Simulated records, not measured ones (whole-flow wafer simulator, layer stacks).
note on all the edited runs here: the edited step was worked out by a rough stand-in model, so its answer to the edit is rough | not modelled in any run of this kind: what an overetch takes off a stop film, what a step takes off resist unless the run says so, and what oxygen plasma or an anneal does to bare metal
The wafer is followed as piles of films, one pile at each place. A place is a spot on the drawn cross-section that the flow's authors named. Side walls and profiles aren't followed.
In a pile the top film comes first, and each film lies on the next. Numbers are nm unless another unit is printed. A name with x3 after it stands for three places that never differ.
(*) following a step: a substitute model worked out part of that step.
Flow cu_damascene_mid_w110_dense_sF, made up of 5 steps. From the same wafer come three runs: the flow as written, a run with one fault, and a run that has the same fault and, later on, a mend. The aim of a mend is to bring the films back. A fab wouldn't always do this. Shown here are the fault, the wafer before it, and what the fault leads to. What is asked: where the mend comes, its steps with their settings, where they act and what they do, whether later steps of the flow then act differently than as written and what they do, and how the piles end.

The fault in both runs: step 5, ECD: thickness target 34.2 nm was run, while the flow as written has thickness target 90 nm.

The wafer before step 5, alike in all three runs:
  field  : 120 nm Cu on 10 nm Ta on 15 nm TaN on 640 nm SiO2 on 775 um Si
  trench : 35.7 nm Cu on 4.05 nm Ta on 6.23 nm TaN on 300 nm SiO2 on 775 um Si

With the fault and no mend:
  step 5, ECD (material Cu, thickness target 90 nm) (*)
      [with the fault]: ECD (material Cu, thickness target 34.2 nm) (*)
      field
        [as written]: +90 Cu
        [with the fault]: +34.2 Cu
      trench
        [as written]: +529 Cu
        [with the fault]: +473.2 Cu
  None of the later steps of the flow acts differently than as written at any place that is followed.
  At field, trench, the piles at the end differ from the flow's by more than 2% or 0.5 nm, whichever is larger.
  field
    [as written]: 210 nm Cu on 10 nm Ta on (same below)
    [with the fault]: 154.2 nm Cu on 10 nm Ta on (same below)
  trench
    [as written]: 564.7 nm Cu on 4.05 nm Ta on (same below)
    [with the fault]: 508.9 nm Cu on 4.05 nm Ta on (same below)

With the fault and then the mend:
  The mend follows step 5.
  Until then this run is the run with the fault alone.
  step 5a, ECD (material Cu, thickness target 55.8 nm) (the flow's step 5 again, with other settings)
      field, trench
        +55.8 Cu
  None of the later steps of the flow acts differently than as written at any place that is followed.
  At every place that both follow, the piles at the end match the flow's.
